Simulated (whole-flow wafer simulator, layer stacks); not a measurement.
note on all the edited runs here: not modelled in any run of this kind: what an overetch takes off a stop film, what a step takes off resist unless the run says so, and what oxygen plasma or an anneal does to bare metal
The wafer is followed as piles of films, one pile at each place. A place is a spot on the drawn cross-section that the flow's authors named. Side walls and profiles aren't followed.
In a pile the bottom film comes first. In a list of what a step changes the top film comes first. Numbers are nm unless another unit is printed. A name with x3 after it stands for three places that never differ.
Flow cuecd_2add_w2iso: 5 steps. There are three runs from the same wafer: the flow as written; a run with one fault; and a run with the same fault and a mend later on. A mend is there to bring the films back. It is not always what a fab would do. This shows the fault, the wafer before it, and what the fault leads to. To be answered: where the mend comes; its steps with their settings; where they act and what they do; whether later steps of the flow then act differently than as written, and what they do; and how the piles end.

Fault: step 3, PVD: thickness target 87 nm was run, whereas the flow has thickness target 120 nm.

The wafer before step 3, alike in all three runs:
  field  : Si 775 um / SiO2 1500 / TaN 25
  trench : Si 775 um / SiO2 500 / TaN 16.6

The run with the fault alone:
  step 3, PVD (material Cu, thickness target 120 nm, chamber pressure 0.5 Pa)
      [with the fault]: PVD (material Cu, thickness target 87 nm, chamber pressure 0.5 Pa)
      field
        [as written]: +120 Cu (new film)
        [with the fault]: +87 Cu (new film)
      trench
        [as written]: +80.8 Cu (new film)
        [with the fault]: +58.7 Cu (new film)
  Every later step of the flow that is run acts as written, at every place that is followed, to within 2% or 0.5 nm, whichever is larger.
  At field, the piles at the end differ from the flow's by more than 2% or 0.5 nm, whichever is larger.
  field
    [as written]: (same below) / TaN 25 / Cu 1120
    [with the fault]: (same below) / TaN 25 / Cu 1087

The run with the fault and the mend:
  The mend stands after step 3.
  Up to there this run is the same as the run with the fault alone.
  step 3a, PVD (material Cu, thickness target 33 nm, chamber pressure 0.5 Pa) (the flow's step 3 again, with other settings)
      field
        +33 Cu
      trench
        +21.7 Cu
  Every later step of the flow that is run acts as written, at every place that is followed, to within 2% or 0.5 nm, whichever is larger.
  At every place that both follow, the piles at the end match the flow's.
